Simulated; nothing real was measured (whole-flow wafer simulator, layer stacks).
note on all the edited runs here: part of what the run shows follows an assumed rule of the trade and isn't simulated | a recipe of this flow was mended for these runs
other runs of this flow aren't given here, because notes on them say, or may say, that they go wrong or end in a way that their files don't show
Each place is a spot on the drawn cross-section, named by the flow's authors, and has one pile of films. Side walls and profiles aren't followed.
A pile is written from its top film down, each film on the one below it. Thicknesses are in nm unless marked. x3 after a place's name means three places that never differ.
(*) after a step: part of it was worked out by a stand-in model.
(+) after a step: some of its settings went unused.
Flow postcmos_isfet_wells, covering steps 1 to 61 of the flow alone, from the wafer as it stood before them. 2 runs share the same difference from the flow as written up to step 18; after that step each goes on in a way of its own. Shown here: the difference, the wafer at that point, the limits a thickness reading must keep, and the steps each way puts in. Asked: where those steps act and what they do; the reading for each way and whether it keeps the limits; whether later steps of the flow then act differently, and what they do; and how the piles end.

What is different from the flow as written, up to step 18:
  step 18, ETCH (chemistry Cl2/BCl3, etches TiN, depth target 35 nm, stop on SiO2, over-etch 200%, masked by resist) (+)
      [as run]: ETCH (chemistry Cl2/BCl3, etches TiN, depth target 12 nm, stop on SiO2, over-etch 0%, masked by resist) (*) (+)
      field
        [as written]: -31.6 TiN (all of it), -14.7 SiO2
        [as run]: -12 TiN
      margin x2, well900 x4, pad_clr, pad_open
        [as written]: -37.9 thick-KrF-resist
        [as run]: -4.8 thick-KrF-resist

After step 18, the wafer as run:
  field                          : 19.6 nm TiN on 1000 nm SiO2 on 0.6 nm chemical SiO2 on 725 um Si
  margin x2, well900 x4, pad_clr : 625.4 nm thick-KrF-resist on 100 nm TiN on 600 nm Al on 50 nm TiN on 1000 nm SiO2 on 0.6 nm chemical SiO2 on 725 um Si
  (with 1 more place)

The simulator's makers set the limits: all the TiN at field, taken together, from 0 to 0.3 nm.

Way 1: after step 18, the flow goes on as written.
  After step 18, the reading is 19.6 nm, outside the limits.
  Steps further on in the flow that do not act as written (1 other step is not shown; it differs only slightly, by no more than 2% or 0.5 nm, whichever is larger):
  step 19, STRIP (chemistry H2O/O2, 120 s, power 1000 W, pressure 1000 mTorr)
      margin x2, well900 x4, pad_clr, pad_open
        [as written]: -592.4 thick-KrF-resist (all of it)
        [this way]: -625.4 thick-KrF-resist (all of it)
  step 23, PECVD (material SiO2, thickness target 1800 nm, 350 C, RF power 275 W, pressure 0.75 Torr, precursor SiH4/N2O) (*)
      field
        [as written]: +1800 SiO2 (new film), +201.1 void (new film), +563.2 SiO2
        [this way]: +1800 SiO2 (new film), +175.5 void (new film), +554.9 SiO2 (new film)
  By the end, the piles at field depart from the flow's by more than 2% or 0.5 nm, whichever is larger.
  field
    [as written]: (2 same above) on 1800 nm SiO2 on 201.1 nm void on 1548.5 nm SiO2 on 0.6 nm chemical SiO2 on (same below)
    [this way]: (2 same above) on 1800 nm SiO2 on 175.5 nm void on 554.9 nm SiO2 on 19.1 nm TiN on 1000 nm SiO2 on 0.6 nm chemical SiO2 on (same below)

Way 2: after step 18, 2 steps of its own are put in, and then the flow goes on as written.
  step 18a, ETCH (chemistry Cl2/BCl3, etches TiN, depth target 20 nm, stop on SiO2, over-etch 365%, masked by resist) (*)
      margin x2, well900 x4, pad_clr, pad_open
        -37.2 thick-KrF-resist
      field
        -19.6 TiN (all of it), -14.7 SiO2
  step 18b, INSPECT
      does not change any film at any place that is followed
  After step 18b, the reading is 0 nm, within the limits.
  None of the later steps of the flow differs from how it acts as written, at any place that is followed, by more than 2% or 0.5 nm, whichever is larger.
  The piles end the same as the flow's at every place that both follow.

Inside the limits: way 2. Outside the limits: way 1.
